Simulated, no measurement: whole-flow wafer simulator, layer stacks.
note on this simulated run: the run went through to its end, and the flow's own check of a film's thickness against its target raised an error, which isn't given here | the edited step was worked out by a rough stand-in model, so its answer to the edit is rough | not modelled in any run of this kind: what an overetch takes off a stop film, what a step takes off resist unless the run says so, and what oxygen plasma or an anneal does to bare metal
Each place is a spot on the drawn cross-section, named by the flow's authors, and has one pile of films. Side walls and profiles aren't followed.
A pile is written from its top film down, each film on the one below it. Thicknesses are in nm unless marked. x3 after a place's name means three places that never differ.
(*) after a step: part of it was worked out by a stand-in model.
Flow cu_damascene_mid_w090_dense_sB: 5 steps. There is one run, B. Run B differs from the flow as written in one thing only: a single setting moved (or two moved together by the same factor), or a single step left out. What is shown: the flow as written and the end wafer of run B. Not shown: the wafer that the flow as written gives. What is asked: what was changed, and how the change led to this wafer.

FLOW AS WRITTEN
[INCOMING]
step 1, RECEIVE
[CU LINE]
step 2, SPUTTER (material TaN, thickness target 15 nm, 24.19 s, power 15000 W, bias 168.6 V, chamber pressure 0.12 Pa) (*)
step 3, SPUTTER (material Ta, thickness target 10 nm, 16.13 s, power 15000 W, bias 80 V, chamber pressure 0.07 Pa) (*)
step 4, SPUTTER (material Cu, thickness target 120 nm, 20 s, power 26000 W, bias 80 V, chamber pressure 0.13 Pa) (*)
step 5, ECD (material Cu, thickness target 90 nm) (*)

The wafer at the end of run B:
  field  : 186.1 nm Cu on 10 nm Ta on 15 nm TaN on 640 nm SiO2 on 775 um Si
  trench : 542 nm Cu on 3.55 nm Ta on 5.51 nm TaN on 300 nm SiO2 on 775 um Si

What caused this: step 5, ECD: thickness target 66.1 nm was run, while the flow as written has thickness target 90 nm.

The path from the change to this, step by step:
  step 5, ECD (material Cu, thickness target 90 nm) (*)
      field: +66.1 Cu (it would be, as written: +90 Cu)
      trench: +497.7 Cu (it would be, as written: +521.6 Cu)
